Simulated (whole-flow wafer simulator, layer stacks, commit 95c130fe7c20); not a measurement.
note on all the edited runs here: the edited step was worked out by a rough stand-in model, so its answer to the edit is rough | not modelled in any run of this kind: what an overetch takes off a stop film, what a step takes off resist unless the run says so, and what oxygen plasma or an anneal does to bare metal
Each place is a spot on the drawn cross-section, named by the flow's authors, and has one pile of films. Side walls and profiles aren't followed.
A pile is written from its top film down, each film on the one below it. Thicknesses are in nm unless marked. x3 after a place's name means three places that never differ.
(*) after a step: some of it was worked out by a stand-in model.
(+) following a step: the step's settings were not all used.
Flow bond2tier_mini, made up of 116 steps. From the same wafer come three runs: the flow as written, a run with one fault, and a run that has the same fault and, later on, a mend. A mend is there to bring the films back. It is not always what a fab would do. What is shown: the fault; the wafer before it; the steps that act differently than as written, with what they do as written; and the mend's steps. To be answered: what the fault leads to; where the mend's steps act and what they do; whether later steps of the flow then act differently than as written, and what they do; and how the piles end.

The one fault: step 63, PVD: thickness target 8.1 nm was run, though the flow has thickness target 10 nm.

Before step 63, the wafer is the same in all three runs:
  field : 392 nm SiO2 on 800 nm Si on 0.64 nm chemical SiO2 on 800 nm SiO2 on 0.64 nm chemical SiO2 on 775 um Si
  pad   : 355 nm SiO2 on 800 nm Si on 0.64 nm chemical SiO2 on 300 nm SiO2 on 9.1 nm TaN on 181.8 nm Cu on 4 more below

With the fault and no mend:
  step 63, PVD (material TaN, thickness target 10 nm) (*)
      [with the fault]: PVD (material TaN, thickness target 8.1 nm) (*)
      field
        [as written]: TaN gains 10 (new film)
        [with the fault]: TaN gains 8.1 (new film)
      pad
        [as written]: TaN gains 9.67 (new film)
        [with the fault]: TaN gains 7.83 (new film)
  Later steps of the flow acting differently than as written (not shown: 1 more step that differs only slightly, by at most 2% or 0.5 nm, whichever is larger):
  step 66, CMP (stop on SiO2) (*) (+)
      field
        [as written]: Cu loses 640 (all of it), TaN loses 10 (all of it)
        [with the fault]: Cu loses 640 (all of it), TaN loses 8.1 (all of it)
  At pad, the piles at the end differ from the flow's by more than 2% or 0.5 nm, whichever is larger.
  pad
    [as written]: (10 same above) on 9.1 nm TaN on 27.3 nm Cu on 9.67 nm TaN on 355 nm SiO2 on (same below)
    [with the fault]: (10 same above) on 9.1 nm TaN on 29.2 nm Cu on 7.83 nm TaN on 355 nm SiO2 on (same below)

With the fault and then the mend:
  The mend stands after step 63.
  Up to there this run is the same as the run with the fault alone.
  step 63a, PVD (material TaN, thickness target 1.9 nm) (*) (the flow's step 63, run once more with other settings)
      field
        TaN gains 1.9
      pad
        TaN gains 1.84
  Every later step of the flow that is run acts as written at every place that is followed.
  At every place that both follow, the piles at the end match the flow's.
